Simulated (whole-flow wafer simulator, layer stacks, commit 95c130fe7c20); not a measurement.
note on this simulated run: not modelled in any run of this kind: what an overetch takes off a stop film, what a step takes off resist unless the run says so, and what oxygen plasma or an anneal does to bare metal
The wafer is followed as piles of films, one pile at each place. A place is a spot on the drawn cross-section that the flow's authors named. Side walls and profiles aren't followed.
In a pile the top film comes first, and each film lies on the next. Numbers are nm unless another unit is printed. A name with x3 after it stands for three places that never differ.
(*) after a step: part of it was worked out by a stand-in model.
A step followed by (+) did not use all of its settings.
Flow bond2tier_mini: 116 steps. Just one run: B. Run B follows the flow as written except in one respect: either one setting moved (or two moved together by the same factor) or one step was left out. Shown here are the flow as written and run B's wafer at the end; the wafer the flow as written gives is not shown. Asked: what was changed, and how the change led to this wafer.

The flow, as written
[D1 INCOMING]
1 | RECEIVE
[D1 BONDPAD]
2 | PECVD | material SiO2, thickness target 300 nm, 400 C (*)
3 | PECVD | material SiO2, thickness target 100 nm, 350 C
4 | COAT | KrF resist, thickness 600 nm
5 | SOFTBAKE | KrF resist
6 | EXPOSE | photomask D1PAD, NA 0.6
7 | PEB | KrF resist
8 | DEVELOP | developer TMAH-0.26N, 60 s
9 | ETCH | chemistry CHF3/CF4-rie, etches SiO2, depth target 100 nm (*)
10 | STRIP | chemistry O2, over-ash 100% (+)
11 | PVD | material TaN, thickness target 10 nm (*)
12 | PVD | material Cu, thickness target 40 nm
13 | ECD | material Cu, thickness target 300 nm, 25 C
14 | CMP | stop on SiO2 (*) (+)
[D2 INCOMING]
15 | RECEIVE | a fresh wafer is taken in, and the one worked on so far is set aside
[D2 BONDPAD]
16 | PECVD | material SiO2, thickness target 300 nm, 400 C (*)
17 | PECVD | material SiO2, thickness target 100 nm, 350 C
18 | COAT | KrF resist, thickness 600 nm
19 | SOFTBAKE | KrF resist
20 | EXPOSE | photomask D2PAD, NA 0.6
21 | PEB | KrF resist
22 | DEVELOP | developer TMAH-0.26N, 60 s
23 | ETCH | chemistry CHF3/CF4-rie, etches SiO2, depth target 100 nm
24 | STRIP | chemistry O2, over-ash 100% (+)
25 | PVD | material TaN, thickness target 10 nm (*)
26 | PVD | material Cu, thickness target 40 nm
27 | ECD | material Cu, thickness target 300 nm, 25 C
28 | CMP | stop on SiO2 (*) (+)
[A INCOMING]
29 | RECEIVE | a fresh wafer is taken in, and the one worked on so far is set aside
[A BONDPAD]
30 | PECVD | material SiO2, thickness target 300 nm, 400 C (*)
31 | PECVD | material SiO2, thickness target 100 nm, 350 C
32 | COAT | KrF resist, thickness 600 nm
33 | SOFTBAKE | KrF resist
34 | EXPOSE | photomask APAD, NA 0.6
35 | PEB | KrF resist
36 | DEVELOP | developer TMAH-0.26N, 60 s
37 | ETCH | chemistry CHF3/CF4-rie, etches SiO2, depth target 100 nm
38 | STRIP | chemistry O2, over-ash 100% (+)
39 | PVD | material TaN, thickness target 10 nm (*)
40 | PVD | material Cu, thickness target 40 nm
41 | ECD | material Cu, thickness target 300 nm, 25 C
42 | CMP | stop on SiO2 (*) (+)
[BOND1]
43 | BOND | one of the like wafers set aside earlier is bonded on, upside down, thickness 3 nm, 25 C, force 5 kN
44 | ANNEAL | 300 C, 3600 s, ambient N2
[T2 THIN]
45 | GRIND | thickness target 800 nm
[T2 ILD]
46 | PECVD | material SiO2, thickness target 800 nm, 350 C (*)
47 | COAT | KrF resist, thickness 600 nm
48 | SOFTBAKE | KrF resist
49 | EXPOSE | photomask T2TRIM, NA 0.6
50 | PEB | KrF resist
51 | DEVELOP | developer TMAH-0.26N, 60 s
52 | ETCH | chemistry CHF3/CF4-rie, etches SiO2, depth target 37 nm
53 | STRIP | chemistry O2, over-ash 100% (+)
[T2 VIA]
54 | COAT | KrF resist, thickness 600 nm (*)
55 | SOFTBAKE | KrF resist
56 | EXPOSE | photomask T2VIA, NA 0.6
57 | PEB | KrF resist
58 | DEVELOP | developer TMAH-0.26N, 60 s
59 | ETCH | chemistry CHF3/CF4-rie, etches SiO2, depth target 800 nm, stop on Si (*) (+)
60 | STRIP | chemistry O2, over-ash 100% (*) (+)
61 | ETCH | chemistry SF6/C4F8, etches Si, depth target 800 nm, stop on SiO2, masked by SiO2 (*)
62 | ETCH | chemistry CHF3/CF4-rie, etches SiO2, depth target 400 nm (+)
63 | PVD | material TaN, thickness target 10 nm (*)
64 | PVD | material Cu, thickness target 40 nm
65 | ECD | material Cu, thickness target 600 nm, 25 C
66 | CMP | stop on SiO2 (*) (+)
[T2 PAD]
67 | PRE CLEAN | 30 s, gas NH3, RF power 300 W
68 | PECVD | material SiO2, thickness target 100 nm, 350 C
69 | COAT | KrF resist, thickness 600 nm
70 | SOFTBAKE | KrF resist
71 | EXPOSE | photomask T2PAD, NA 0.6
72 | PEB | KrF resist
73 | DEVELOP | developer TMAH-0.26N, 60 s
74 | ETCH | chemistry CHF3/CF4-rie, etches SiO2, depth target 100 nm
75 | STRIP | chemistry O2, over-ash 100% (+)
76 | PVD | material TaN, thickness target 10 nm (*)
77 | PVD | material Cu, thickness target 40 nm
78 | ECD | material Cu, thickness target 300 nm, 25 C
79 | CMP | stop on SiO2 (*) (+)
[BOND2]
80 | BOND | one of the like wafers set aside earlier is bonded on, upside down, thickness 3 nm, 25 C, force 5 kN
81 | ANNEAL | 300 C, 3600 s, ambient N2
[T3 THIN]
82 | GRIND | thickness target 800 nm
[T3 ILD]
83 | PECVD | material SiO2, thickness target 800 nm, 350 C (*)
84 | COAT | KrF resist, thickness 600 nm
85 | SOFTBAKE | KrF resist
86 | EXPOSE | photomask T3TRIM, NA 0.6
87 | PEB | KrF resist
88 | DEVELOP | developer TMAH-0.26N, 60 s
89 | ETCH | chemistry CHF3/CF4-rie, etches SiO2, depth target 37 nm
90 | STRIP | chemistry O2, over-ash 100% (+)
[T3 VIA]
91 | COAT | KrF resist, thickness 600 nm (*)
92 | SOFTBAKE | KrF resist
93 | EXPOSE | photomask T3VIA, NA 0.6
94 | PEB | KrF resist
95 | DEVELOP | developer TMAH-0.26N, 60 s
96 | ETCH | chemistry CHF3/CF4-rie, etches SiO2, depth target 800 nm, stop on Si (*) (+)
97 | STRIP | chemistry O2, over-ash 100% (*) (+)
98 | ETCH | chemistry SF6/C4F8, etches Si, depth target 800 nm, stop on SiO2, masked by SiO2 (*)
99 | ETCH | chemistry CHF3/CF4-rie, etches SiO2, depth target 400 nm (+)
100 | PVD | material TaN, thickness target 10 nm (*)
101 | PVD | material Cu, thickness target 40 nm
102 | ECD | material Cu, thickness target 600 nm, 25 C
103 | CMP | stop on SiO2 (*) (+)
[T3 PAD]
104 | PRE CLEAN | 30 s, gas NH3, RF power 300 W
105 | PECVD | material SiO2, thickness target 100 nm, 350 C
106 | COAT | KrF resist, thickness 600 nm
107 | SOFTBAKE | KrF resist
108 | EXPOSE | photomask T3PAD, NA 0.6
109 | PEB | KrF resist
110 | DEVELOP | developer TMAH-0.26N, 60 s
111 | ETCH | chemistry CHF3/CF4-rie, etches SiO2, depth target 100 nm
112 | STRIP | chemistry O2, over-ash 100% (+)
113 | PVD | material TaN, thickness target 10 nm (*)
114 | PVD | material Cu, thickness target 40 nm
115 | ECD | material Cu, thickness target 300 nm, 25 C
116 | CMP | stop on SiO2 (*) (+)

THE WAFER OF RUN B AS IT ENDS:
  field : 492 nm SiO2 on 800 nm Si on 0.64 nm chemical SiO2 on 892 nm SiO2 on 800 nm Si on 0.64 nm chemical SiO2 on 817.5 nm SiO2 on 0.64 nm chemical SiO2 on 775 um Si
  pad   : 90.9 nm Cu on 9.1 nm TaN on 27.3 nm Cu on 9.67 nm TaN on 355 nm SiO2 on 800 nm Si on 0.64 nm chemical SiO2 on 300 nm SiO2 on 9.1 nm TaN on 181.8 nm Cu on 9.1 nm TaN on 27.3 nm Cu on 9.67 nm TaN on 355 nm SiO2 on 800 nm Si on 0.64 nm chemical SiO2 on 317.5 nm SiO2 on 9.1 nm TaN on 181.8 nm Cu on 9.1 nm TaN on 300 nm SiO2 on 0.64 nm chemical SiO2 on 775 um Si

What caused this: step 3, PECVD: thickness target 117.5 nm was run, while the flow as written has thickness target 100 nm.

The path from the change to this, step by step:
  3 | PECVD | material SiO2, thickness target 100 nm, 350 C
      field, pad, via: +117.5 SiO2 (as written it would have been: +100 SiO2)
  43 | BOND | one of the like wafers set aside earlier is bonded on, upside down, thickness 3 nm, 25 C, force 5 kN
      field: +775 um Si (new film), +0.64 chemical SiO2 (new film), +417.5 SiO2 (as written it would have been: +775 um Si (new film), +0.64 chemical SiO2 (new film), +400 SiO2)
      pad: +775 um Si (new film), +0.64 chemical SiO2 (new film), +317.5 SiO2 (new film), +9.1 TaN (new film), +90.9 Cu (as written it would have been: +775 um Si (new film), +0.64 chemical SiO2 (new film), +300 SiO2 (new film), +9.1 TaN (new film), +90.9 Cu)
      (and at 1 other place as well)
